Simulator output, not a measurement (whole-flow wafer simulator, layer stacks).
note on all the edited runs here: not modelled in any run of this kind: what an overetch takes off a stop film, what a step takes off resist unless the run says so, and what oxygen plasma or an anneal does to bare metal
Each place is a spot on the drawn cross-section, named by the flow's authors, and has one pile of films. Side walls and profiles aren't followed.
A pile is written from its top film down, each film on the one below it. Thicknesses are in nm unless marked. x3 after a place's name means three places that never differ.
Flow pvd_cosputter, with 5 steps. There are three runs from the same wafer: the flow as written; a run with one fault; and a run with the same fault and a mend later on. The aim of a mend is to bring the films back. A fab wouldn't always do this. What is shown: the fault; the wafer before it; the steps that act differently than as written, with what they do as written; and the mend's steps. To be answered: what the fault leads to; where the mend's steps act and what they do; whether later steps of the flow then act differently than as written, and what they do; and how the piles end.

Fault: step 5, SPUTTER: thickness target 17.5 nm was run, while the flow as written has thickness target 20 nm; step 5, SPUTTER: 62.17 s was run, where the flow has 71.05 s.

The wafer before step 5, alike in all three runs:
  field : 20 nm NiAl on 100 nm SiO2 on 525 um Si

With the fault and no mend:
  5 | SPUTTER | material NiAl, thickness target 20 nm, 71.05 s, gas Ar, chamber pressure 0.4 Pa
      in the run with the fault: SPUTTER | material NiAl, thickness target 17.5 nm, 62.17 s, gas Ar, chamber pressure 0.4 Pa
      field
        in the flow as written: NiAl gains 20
        in the run with the fault: NiAl gains 17.5
  Every later step of the flow that is run acts as written at every place that is followed.
  At field, the piles at the end differ from the flow's by more than 2% or 0.5 nm, whichever is larger.
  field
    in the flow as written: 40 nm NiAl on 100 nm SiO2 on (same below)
    in the run with the fault: 37.5 nm NiAl on 100 nm SiO2 on (same below)

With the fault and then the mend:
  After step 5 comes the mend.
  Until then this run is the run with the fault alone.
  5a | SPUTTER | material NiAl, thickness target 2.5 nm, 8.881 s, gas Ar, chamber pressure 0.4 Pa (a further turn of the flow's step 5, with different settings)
      field
        NiAl gains 2.5
  Every later step of the flow that is run acts as written at every place that is followed.
  At every place that both follow, the piles at the end match the flow's.
